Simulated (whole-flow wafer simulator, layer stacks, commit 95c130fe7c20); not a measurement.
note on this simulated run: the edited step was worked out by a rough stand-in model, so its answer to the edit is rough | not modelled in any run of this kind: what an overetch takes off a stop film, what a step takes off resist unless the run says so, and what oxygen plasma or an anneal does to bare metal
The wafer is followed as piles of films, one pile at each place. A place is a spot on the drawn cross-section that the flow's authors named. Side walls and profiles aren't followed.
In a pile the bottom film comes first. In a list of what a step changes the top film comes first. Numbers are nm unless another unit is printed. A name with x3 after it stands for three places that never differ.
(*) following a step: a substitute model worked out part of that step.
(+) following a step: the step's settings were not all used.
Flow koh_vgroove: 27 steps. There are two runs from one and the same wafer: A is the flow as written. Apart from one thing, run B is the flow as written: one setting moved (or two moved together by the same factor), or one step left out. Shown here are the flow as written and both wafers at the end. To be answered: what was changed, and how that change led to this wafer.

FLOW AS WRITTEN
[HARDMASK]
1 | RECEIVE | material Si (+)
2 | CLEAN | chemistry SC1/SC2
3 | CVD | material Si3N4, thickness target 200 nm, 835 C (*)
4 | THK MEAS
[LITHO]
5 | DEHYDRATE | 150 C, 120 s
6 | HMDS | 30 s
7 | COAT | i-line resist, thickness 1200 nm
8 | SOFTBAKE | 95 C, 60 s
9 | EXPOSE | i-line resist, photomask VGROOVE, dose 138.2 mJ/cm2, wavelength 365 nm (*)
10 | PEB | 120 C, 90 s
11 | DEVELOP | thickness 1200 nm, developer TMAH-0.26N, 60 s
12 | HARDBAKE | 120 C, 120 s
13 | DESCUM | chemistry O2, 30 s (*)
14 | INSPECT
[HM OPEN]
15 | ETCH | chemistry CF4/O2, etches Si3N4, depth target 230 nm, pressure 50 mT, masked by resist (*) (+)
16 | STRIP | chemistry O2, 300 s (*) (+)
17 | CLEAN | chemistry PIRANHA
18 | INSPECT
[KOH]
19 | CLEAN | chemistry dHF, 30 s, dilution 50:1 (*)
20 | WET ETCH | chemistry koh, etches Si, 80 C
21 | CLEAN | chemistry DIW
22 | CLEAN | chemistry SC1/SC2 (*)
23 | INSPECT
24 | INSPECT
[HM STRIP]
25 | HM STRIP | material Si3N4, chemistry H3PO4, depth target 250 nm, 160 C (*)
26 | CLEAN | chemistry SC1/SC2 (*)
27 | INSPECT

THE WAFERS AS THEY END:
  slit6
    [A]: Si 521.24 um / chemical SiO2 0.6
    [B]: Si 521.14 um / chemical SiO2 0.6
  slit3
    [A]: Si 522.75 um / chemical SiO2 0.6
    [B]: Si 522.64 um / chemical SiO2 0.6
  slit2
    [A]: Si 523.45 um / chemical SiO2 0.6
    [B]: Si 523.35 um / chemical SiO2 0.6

Cause: step 15, ETCH: depth target 334 nm was run, whereas the flow has depth target 230 nm.

How this came from the change, step by step:
  15 | ETCH | chemistry CF4/O2, etches Si3N4, depth target 230 nm, pressure 50 mT, masked by resist (*) (+)
      slit3, slit2, slit6, slit20: A Si3N4 loses 200 (all of it), chemical SiO2 loses 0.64 (all of it), Si loses 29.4 | B Si3N4 loses 200 (all of it), chemical SiO2 loses 0.64 (all of it), Si loses 133.4
      field: A i-line resist loses 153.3 | B i-line resist loses 222.7
  16 | STRIP | chemistry O2, 300 s (*) (+)
      field: A i-line resist loses 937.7 (all of it) | B i-line resist loses 868.4 (all of it)
